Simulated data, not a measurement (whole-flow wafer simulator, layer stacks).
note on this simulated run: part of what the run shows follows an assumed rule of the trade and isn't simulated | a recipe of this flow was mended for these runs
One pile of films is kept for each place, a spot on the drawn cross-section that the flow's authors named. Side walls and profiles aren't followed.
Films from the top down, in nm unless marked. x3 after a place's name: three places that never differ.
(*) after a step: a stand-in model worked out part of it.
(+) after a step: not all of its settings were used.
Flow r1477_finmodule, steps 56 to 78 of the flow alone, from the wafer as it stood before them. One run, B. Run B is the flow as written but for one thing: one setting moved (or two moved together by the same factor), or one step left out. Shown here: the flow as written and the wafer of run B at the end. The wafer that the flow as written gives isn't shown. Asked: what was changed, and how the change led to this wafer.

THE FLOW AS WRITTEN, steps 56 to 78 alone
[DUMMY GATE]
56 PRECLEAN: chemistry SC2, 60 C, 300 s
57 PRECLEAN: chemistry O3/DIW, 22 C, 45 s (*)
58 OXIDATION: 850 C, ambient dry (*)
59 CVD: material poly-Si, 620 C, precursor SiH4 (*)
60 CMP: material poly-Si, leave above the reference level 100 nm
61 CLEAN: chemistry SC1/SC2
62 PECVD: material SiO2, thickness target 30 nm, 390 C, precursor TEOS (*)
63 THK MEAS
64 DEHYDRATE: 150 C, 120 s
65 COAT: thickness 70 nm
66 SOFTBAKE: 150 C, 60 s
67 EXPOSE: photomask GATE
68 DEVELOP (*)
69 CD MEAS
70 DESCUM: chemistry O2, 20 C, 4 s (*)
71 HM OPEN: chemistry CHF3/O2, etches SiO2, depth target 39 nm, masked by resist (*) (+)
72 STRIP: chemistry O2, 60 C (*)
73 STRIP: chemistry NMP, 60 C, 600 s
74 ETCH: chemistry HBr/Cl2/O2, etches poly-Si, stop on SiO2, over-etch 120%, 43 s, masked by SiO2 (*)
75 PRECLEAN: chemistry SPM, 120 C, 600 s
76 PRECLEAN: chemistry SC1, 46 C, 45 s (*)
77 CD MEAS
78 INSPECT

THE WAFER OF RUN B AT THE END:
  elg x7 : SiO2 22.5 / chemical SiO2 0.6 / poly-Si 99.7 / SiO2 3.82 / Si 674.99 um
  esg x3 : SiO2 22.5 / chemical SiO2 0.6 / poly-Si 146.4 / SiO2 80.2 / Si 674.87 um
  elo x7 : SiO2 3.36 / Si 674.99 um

The cause: step 58, OXIDATION: 869 C was run, where the flow has 850 C.

How the change led to this, step by step:
  58 OXIDATION: 850 C, ambient dry (*)
      elg x7, elo x7: SiO2 +3.82 (new film), chemical SiO2 -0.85 (all of it), Si -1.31 (as written it would be: SiO2 +3 (new film), chemical SiO2 -0.85 (all of it), Si -0.95)
